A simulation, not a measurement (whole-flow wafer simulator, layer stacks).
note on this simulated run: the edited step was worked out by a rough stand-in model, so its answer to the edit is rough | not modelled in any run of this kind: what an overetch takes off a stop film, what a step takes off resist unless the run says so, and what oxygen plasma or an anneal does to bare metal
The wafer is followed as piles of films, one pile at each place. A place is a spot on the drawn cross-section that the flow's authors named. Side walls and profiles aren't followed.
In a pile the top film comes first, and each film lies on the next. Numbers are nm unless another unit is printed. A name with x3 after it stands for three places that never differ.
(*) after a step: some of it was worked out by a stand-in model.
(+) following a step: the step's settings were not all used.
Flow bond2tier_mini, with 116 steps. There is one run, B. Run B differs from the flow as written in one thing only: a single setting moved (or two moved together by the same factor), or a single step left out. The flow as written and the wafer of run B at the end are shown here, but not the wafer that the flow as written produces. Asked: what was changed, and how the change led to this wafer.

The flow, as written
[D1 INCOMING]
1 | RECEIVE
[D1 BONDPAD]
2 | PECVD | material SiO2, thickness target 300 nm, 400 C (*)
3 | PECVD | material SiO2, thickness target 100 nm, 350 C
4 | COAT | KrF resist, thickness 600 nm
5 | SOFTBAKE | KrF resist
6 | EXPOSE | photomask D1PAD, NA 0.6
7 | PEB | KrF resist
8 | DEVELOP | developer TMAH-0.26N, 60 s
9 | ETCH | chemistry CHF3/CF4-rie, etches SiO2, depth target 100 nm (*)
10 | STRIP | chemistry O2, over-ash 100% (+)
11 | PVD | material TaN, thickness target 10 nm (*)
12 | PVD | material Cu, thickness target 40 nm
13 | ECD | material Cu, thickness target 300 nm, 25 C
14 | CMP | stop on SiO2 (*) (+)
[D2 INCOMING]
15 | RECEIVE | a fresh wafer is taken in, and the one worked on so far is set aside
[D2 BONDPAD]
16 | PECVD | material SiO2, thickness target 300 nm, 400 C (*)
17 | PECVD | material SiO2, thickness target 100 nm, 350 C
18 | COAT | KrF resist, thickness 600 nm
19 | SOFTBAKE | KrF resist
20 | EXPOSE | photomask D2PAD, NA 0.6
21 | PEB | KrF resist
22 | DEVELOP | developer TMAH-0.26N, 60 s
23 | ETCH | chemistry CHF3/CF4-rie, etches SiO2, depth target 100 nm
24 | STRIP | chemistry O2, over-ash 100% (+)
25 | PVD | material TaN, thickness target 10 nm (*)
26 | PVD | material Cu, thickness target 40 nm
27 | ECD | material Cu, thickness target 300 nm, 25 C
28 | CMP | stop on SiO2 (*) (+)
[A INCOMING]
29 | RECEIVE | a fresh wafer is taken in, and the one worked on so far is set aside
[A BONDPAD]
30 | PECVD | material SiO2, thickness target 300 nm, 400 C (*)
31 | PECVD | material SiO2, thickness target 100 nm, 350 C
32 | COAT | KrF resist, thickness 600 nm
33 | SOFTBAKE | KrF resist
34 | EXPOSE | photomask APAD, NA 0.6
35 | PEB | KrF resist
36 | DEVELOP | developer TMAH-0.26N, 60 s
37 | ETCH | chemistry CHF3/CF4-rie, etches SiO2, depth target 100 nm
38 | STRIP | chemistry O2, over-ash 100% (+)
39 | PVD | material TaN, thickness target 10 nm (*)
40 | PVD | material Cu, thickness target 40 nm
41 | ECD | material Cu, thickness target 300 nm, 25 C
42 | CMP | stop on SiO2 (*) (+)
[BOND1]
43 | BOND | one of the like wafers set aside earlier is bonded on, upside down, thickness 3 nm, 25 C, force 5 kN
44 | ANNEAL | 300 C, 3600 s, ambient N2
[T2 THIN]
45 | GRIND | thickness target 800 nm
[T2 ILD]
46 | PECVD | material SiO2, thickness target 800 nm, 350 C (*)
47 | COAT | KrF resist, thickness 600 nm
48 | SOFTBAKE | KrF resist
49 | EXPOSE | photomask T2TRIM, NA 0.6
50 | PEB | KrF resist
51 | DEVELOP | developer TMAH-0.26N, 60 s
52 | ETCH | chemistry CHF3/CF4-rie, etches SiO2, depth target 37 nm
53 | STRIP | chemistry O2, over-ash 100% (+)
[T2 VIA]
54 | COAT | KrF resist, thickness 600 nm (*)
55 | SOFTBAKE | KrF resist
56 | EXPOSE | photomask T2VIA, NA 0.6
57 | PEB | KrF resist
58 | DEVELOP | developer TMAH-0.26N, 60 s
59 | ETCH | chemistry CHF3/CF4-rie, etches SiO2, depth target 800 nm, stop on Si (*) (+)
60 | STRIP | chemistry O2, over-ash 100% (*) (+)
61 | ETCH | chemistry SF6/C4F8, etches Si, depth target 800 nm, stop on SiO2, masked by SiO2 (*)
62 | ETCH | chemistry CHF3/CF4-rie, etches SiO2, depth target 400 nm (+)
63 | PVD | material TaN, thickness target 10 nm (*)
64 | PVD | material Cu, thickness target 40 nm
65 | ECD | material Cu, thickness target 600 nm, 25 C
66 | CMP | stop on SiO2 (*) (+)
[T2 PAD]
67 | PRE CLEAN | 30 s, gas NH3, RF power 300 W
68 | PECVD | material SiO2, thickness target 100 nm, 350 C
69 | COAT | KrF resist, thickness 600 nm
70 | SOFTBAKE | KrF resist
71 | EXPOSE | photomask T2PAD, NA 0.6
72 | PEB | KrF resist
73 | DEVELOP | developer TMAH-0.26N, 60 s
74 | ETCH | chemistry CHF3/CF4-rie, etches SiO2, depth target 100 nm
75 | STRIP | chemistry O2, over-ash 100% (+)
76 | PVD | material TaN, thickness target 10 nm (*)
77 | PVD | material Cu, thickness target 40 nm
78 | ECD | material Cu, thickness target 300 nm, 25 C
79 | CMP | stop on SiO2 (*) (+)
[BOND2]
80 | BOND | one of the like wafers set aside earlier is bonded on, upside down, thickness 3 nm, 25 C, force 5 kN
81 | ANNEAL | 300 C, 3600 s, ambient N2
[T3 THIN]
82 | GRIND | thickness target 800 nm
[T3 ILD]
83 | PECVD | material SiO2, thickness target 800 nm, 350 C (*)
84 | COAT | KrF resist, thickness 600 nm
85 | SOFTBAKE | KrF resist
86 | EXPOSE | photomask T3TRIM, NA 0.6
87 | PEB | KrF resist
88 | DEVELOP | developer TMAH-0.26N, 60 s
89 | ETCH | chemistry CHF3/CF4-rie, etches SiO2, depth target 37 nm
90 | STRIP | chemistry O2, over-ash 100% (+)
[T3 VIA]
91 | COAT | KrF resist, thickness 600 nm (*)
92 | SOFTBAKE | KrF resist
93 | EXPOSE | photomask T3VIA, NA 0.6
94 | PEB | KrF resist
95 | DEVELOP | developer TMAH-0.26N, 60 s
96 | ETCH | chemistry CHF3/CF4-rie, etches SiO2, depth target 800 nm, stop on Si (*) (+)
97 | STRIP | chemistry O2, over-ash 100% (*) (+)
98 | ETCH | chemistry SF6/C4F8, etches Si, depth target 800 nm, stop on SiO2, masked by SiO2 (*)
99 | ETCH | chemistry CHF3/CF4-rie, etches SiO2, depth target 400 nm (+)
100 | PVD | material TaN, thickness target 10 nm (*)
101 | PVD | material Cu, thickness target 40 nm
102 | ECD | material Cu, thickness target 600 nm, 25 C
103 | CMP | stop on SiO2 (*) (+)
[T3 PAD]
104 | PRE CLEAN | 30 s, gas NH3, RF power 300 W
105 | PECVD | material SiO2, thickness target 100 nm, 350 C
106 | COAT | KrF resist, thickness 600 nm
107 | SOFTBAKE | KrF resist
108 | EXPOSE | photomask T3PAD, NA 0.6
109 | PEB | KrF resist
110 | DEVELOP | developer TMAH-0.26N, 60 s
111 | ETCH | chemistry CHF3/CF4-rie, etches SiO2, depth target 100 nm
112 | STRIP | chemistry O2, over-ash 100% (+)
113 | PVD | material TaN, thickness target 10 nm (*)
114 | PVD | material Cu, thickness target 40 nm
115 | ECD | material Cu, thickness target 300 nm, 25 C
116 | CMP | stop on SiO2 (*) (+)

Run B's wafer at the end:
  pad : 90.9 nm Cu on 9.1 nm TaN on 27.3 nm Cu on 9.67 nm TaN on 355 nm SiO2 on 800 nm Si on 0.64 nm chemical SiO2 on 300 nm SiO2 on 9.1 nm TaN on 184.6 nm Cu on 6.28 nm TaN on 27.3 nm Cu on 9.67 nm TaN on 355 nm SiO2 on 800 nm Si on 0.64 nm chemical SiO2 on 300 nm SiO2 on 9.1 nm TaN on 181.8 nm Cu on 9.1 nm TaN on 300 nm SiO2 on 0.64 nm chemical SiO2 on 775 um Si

Cause: step 76, PVD: thickness target 6.9 nm was run, whereas the flow has thickness target 10 nm.

Step by step, how the change led to this:
  76 | PVD | material TaN, thickness target 10 nm (*)
      field: +6.9 TaN (new film) (as written it would have been: +10 TaN (new film))
      pad: +6.28 TaN (new film) (as written it would have been: +9.1 TaN (new film))
  79 | CMP | stop on SiO2 (*) (+)
      field: -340 Cu (all of it), -6.9 TaN (all of it) (as written it would have been: -340 Cu (all of it), -10 TaN (all of it))
